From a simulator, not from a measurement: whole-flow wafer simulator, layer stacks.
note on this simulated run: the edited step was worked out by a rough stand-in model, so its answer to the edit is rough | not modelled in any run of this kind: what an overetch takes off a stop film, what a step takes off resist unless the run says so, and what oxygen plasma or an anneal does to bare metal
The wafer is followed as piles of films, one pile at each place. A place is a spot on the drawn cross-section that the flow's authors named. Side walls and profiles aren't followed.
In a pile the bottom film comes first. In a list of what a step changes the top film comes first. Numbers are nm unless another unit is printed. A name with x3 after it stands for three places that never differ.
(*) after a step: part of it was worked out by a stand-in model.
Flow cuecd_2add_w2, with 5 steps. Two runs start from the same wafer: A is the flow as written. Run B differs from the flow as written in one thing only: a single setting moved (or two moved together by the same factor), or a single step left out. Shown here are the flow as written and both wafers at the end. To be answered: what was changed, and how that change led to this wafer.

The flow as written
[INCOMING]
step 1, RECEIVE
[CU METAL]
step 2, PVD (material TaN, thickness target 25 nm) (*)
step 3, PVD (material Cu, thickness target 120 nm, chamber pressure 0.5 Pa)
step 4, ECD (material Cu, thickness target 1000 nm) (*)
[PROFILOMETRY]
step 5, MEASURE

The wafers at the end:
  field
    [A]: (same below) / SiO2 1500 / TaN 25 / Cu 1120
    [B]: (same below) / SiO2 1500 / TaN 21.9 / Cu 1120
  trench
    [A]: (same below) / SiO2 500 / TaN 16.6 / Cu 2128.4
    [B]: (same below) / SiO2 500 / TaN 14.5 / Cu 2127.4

Cause: step 2, PVD: thickness target 21.9 nm was run, whereas the flow has thickness target 25 nm.
The wafer lets one read it off: field has TaN 21.9, and step 2 as written asks for 25 nm.

Step by step, how the change led to this:
  step 2, PVD (material TaN, thickness target 25 nm) (*)
      field: A TaN gains 25 (new film) | B TaN gains 21.9 (new film)
      trench: A TaN gains 16.6 (new film) | B TaN gains 14.5 (new film)
